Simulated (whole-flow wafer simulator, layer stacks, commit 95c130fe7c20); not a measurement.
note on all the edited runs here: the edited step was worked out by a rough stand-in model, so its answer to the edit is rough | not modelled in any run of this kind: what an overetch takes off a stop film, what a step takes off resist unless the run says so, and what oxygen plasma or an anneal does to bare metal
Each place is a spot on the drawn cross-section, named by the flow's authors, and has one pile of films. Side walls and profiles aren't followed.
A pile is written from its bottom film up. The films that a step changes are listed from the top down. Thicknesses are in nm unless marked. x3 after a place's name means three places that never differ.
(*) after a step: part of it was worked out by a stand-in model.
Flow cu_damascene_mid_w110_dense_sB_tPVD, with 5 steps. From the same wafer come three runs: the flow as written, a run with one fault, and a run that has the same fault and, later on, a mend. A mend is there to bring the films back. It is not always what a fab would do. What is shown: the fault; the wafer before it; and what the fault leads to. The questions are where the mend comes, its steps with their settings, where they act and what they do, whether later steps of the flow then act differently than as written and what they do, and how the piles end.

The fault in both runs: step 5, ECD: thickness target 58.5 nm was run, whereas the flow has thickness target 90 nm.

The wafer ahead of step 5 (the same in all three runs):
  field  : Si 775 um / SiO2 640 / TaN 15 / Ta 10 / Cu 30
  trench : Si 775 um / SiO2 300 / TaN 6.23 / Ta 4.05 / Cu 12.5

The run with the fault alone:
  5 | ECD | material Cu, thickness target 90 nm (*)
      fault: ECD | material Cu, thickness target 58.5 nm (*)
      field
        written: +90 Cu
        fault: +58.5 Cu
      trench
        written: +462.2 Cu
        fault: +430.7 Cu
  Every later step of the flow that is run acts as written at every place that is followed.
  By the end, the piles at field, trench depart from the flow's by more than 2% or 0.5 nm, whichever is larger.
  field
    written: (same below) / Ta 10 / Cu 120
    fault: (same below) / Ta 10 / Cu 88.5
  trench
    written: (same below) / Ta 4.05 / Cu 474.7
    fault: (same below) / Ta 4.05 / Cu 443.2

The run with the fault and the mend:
  The mend follows step 5.
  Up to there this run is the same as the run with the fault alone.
  5a | ECD | material Cu, thickness target 31.5 nm (the flow's step 5 again, with other settings)
      field, trench
        +31.5 Cu
  Every later step of the flow that is run acts as written at every place that is followed.
  The piles end the same as the flow's at every place that both follow.
